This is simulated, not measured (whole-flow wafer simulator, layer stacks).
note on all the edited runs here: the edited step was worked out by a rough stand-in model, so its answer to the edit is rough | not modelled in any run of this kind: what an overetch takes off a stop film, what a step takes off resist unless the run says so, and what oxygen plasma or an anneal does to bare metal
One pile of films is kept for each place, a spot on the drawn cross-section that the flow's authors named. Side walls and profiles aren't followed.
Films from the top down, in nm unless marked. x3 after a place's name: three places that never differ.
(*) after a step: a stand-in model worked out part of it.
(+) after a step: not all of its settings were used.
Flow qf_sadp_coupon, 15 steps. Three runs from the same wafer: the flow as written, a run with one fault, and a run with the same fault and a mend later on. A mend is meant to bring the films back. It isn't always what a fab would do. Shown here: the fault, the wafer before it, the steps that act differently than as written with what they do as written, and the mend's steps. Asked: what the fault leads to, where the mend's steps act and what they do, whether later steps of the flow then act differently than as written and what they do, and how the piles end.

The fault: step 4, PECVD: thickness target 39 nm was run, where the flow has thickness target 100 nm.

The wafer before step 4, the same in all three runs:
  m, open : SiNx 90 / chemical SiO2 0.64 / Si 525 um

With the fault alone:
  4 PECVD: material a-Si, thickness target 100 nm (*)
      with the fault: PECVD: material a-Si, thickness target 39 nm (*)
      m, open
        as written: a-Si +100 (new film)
        with the fault: a-Si +39 (new film)
  Later steps of the flow that act differently than as written:
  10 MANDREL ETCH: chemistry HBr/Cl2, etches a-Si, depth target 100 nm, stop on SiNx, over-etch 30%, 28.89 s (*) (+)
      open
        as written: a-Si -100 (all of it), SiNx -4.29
        with the fault: a-Si -39 (all of it), SiNx -13
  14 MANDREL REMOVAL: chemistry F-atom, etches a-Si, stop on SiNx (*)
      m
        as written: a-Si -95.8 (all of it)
        with the fault: a-Si -34.8 (all of it)
  At the end the piles differ from the flow's by more than 2% or 0.5 nm, whichever is larger, at open.
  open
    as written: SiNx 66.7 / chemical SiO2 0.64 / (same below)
    with the fault: SiNx 58 / chemical SiO2 0.64 / (same below)

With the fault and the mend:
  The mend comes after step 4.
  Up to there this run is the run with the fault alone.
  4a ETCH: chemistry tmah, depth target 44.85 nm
      m, open
        a-Si -39 (all of it)
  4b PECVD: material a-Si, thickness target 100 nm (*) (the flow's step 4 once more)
      m, open
        a-Si +100 (new film)
  No later step of the flow acts differently than as written at any place that is followed.
  At the end the piles are the same as the flow's at every place that both follow.
